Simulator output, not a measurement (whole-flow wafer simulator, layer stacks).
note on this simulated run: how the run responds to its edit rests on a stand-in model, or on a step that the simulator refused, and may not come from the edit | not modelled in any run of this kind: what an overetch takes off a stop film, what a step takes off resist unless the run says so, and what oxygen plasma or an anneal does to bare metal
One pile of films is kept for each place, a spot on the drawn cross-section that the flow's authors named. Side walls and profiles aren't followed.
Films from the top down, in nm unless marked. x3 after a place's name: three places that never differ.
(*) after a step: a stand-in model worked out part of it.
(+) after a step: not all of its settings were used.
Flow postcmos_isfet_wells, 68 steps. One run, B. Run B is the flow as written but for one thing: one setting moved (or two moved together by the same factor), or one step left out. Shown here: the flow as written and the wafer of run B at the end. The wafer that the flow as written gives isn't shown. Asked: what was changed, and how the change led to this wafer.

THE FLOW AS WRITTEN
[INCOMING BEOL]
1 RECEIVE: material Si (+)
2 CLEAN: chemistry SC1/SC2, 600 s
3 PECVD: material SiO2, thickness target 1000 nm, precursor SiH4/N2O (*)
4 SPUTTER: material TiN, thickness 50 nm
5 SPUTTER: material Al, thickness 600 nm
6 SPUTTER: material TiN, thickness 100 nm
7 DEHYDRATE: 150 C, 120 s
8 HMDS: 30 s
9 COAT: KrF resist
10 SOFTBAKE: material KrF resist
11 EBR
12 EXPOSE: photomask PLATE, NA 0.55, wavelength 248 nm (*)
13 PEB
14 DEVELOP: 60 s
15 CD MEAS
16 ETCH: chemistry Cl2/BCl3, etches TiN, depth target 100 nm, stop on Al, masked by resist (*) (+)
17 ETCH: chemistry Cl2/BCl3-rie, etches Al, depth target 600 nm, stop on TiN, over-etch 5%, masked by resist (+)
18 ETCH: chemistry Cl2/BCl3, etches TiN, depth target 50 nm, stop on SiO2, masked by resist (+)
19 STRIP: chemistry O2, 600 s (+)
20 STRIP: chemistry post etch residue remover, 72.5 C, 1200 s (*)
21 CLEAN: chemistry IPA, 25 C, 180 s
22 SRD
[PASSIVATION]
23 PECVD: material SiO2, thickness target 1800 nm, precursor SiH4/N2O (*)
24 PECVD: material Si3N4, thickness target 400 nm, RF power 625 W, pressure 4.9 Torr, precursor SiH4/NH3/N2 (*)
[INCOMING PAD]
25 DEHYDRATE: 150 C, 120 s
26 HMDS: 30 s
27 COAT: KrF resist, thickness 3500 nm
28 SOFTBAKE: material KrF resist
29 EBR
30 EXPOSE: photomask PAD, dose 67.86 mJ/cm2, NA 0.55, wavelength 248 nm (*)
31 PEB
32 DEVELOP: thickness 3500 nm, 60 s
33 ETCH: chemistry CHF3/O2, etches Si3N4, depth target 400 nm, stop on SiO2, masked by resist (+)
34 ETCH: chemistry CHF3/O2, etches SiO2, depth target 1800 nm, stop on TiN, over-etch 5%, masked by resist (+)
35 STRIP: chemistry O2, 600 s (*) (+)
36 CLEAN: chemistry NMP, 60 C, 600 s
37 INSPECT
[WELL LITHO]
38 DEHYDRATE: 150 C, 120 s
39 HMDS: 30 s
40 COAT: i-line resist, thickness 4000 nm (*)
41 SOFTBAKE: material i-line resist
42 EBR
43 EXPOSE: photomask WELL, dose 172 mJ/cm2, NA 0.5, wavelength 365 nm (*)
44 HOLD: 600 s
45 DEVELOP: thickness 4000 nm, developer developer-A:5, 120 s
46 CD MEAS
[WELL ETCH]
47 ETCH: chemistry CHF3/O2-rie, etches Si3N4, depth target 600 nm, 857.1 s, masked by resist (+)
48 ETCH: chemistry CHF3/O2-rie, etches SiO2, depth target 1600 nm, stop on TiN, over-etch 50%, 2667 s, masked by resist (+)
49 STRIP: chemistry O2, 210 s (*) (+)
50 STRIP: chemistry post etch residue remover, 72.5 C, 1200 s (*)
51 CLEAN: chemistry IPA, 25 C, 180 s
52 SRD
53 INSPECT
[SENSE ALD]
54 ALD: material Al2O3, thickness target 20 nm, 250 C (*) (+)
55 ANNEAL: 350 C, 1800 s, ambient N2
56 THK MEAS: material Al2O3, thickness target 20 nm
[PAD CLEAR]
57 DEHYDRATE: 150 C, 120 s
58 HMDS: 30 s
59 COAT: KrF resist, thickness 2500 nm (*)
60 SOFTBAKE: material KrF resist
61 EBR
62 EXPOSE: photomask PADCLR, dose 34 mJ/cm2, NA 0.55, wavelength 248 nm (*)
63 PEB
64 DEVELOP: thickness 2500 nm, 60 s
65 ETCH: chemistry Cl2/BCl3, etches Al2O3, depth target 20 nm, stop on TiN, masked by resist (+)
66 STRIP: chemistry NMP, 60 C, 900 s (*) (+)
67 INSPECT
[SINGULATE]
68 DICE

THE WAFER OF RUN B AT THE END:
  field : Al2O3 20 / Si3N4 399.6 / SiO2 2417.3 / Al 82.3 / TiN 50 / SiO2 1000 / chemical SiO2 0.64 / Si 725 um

The cause: step 17, ETCH: depth target 462 nm was run, where the flow has depth target 600 nm.

How the change led to this, step by step:
  17 ETCH: chemistry Cl2/BCl3-rie, etches Al, depth target 600 nm, stop on TiN, over-etch 5%, masked by resist (+)
      field: Al -462 (as written it would be: Al -600 (all of it))
      margin, well900, well1300 x3, pad_rim, pad_clr, pad_open: KrF resist -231 (as written it would be: KrF resist -300)
  18 ETCH: chemistry Cl2/BCl3, etches TiN, depth target 50 nm, stop on SiO2, masked by resist (+)
      field: Al -50 (as written it would be: TiN -50 (all of it))
  19 STRIP: chemistry O2, 600 s (+)
      margin, well900, well1300 x3, pad_rim, pad_clr, pad_open: KrF resist -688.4 (all of it) (as written it would be: KrF resist -619.4 (all of it))
  20 STRIP: chemistry post etch residue remover, 72.5 C, 1200 s (*)
      field: Al -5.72 (as written it would be: nothing)
  23 PECVD: material SiO2, thickness target 1800 nm, precursor SiH4/N2O (*)
      field: SiO2 +2417.3 (new film) (as written it would be: SiO2 +1800 (new film), void +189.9 (new film), SiO2 +559.7)
Counting metal films that touch as one body, field has 1 body; the flow as written gives 0 bodies.
